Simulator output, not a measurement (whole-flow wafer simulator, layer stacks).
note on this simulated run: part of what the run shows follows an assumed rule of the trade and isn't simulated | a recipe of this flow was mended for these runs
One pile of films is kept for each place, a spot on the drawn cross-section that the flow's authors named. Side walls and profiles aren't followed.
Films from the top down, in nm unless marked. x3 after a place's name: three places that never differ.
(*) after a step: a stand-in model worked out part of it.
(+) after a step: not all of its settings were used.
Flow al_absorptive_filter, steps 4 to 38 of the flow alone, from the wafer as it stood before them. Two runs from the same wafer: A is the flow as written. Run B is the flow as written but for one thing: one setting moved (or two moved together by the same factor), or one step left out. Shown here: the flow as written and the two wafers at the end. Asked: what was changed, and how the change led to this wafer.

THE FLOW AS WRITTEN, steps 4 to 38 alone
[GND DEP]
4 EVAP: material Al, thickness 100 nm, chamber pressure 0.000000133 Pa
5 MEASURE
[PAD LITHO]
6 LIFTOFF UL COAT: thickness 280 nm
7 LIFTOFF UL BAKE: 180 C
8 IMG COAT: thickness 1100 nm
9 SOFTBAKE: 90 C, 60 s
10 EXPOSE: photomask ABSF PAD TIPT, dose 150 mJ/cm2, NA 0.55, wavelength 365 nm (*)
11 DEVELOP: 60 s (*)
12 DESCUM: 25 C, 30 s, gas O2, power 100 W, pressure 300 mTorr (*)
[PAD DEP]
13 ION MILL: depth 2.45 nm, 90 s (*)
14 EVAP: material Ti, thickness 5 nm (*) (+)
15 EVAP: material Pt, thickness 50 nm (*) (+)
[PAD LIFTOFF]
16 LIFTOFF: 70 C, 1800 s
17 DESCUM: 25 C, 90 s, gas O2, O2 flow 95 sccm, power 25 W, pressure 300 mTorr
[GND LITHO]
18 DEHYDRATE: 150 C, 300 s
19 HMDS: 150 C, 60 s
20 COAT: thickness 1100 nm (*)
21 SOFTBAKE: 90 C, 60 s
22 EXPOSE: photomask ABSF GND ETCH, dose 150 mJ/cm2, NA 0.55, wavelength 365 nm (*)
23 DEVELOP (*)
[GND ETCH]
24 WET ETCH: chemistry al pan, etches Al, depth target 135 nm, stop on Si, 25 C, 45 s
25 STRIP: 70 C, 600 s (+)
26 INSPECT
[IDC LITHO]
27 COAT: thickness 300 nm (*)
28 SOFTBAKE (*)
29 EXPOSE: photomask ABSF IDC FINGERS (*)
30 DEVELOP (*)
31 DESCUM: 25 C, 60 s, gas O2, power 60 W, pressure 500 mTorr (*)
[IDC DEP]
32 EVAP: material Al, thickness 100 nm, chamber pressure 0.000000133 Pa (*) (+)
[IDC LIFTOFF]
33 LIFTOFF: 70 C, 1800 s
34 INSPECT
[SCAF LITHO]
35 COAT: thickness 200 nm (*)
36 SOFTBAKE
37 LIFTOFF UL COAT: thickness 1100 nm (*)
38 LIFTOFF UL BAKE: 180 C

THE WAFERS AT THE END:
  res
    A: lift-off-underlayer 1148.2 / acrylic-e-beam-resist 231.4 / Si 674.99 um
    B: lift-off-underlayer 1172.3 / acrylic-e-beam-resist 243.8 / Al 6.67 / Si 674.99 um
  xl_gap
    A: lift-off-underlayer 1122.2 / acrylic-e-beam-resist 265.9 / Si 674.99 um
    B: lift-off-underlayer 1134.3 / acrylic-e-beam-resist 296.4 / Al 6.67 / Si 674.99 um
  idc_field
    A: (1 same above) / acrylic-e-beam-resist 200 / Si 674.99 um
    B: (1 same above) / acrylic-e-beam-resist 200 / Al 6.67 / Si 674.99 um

The cause: step 4, EVAP: thickness 155 nm was run, where the flow has thickness 100 nm.

How the change led to this, step by step:
  4 EVAP: material Al, thickness 100 nm, chamber pressure 0.000000133 Pa
      gnd, pad_far, pad_near and 11 more: A Al +100 (new film) | B Al +155 (new film)
  24 WET ETCH: chemistry al pan, etches Al, depth target 135 nm, stop on Si, 25 C, 45 s
      res, xl_gap, idc_field, idc_line, idc_space: A Al -86.7 (all of it) | B Al -135
  27 COAT: thickness 300 nm (*)
      ledge: A e-beam-resist +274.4 (new film) | B e-beam-resist +260.4 (new film)
      res: A e-beam-resist +349.6 (new film) | B e-beam-resist +371.9 (new film)
      (and at 2 more places)
  31 DESCUM: 25 C, 60 s, gas O2, power 60 W, pressure 500 mTorr (*)
      idc_line: A chemical SiO2 +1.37 (new film), Si -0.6 | B nothing
  32 EVAP: material Al, thickness 100 nm, chamber pressure 0.000000133 Pa (*) (+)
      idc_line: A Al +100 (new film) | B Al +100
  33 LIFTOFF: 70 C, 1800 s
      ledge: A Al -100 (all of it), e-beam-resist -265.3 (all of it) | B Al -100 (all of it), e-beam-resist -251.3 (all of it)
      res: A Al -100 (all of it), e-beam-resist -340.6 (all of it) | B Al -100 (all of it), e-beam-resist -362.9 (all of it)
      (and at 2 more places)
  35 COAT: thickness 200 nm (*)
      ledge: A acrylic-e-beam-resist +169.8 (new film) | B acrylic-e-beam-resist +154.5 (new film)
      res: A acrylic-e-beam-resist +231.4 (new film) | B acrylic-e-beam-resist +243.8 (new film)
      (and at 2 more places)
  37 LIFTOFF UL COAT: thickness 1100 nm (*)
      res: A lift-off-underlayer +1148.2 (new film) | B lift-off-underlayer +1172.3 (new film)
Counting metal films that touch as one body, res has 1 body; the flow as written gives 0 bodies.
Counting metal films that touch as one body, xl_gap has 1 body; the flow as written gives 0 bodies.
Counting metal films that touch as one body, idc_field has 1 body; the flow as written gives 0 bodies.
